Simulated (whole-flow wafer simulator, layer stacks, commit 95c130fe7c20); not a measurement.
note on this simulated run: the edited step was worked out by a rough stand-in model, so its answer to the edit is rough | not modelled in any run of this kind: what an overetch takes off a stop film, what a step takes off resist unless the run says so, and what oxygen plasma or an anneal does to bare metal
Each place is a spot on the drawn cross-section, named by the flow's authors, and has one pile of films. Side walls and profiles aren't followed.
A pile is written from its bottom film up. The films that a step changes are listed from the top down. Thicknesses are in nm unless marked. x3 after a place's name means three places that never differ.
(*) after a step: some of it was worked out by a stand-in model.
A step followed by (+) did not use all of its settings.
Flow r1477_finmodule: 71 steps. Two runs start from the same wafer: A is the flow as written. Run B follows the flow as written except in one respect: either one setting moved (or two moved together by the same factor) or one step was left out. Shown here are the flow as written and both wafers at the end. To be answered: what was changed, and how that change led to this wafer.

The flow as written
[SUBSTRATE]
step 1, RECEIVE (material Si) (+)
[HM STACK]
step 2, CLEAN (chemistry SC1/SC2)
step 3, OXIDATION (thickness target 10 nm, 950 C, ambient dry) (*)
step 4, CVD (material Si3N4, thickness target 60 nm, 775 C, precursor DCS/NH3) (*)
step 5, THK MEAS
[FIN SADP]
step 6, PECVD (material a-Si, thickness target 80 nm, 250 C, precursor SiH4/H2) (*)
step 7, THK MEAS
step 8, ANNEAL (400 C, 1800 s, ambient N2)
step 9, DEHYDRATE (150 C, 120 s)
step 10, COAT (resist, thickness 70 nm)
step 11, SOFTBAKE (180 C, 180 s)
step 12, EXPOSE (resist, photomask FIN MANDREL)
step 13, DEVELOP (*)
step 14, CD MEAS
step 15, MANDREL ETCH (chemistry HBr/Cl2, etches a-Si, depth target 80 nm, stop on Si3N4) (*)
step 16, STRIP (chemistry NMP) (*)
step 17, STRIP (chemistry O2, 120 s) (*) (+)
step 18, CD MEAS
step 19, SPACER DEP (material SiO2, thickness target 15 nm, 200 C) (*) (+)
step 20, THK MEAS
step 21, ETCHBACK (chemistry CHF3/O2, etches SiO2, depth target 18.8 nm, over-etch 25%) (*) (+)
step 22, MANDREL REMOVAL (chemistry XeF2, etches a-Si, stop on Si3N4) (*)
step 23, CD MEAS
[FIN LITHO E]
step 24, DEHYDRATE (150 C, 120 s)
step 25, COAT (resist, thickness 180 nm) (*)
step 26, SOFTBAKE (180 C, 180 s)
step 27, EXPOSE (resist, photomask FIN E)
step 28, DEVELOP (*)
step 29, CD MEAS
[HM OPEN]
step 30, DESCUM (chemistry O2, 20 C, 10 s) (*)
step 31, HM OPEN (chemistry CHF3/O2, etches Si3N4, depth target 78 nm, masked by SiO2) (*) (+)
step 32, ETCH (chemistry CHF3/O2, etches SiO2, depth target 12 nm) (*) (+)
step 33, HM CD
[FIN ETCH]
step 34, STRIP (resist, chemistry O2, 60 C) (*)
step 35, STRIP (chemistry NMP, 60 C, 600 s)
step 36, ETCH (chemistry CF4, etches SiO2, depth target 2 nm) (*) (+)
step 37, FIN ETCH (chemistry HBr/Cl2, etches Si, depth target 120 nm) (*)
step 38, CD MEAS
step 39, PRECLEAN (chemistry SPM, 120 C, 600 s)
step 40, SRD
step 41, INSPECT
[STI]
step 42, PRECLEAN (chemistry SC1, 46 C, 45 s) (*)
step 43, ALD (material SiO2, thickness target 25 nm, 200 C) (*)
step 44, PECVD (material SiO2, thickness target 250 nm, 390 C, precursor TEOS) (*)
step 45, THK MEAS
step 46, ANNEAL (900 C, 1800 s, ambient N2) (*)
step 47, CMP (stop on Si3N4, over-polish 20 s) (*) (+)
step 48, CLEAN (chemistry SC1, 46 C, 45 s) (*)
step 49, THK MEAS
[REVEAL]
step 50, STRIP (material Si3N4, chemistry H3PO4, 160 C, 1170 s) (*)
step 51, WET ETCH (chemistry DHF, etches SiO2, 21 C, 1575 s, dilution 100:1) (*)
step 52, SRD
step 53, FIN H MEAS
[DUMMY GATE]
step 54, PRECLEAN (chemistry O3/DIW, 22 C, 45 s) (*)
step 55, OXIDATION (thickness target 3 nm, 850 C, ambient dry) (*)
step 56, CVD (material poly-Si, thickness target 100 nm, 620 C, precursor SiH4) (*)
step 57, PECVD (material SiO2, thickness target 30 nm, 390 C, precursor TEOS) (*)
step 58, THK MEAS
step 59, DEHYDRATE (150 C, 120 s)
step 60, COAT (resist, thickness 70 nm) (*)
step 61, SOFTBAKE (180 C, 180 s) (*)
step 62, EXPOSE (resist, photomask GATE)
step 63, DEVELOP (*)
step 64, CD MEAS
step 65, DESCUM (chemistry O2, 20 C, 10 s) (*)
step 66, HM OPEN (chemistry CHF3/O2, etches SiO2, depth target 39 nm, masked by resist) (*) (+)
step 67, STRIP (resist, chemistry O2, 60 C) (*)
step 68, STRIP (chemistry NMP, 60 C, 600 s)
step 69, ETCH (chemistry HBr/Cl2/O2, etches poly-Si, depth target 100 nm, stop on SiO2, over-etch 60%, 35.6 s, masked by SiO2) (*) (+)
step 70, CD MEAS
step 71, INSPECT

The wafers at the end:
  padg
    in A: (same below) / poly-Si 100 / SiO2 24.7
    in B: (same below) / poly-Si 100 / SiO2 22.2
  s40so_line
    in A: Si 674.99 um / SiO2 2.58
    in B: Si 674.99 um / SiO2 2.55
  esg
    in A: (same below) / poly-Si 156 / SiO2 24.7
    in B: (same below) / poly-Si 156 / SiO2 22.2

The reason: step 57, PECVD: thickness target 27.5 nm was run, whereas the flow has thickness target 30 nm.

How this came from the change, step by step:
  step 57, PECVD (material SiO2, thickness target 30 nm, 390 C, precursor TEOS) (*)
      pad, padg, elg and 33 more: A +30 SiO2 (new film) | B +27.5 SiO2 (new film)
  step 66, HM OPEN (chemistry CHF3/O2, etches SiO2, depth target 39 nm, masked by resist) (*) (+)
      pad, elo, eso and 15 more: A -30 SiO2 (all of it), -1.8 poly-Si | B -27.5 SiO2 (all of it), -2.3 poly-Si
